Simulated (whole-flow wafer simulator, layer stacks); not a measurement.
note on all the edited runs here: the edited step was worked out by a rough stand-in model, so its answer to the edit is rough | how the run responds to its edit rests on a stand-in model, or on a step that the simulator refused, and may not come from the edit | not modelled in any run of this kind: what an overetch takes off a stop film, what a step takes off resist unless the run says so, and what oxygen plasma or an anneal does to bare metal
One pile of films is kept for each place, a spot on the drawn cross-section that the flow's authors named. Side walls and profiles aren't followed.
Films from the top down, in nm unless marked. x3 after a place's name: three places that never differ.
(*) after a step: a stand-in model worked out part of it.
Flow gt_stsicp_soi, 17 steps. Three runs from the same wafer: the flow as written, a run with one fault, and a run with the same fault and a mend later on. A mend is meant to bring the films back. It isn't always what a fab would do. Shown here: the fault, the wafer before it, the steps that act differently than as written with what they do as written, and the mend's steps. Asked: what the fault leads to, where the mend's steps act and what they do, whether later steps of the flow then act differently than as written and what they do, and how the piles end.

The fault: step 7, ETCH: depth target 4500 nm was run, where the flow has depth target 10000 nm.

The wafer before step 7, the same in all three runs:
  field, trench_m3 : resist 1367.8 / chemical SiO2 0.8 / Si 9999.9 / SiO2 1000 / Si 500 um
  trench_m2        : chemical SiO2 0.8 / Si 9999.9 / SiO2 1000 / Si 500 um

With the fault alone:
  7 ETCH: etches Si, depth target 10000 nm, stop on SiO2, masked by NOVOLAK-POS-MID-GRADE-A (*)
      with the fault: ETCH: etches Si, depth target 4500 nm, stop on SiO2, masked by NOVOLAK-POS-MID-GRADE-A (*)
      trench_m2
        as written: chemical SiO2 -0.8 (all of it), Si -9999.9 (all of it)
        with the fault: chemical SiO2 -0.8 (all of it), Si -4500
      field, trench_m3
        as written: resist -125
        with the fault: resist -56.2
  Later steps of the flow that act differently than as written (1 more step differs only slightly, by at most 2% or 0.5 nm, whichever is larger, and isn't shown):
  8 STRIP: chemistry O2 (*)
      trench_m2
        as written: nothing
        with the fault: chemical SiO2 +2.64 (new film), Si -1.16
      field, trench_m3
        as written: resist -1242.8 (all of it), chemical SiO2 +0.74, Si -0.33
        with the fault: resist -1311.6 (all of it), chemical SiO2 +0.75, Si -0.33
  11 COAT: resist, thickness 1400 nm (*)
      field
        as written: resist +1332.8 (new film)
        with the fault: resist +1369.5 (new film)
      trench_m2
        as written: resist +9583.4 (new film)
        with the fault: resist +5152.2 (new film)
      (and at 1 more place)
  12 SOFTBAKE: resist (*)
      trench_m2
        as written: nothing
        with the fault: resist +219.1
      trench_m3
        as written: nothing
        with the fault: resist +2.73
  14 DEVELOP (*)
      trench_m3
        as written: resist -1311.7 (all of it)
        with the fault: resist -1362.7 (all of it)
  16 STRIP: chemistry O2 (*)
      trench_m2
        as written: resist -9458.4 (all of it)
        with the fault: resist -5246.3 (all of it), chemical SiO2 +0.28, Si -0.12
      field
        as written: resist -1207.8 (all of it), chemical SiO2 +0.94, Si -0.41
        with the fault: resist -1244.9 (all of it), chemical SiO2 +0.68, Si -0.3
  At the end the piles differ from the flow's by more than 2% or 0.5 nm, whichever is larger, at trench_m2.
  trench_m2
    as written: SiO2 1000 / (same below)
    with the fault: chemical SiO2 2.93 / Si 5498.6 / SiO2 1000 / (same below)

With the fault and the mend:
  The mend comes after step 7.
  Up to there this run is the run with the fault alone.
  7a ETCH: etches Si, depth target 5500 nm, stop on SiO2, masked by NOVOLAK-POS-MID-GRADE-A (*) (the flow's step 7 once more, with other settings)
      field, trench_m3
        resist -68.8
      trench_m2
        Si -5499.9 (all of it)
  No later step of the flow acts differently than as written at any place that is followed.
  At the end the piles are the same as the flow's at every place that both follow.
